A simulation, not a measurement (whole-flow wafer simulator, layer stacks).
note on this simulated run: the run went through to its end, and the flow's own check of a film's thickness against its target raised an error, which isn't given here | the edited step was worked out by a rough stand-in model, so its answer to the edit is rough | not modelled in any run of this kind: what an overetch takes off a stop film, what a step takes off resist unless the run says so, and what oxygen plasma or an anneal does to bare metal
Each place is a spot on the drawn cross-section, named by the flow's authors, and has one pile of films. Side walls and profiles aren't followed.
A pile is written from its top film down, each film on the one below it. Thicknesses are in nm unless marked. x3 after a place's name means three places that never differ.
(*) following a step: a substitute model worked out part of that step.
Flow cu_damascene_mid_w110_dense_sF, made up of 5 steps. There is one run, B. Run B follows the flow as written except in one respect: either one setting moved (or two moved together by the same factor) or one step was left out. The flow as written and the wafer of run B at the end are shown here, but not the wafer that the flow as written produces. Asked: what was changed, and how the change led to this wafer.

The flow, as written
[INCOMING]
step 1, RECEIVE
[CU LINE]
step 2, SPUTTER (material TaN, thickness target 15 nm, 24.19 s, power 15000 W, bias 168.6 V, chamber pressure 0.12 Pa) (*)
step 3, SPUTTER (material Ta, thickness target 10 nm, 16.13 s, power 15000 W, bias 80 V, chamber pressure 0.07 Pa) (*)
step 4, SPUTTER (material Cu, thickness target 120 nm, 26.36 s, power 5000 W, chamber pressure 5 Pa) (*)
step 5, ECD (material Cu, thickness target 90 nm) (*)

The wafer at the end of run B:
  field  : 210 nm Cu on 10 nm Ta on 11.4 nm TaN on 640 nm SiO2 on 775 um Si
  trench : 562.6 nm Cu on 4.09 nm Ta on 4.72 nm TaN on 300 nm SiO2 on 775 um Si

What caused this: step 2, SPUTTER: power 11380 W was run, while the flow as written has power 15000 W.

How this came from the change, step by step:
  step 2, SPUTTER (material TaN, thickness target 15 nm, 24.19 s, power 15000 W, bias 168.6 V, chamber pressure 0.12 Pa) (*)
      field: TaN gains 11.4 (new film) (in the flow as written it would be: TaN gains 15 (new film))
      trench: TaN gains 4.72 (new film) (in the flow as written it would be: TaN gains 6.23 (new film))
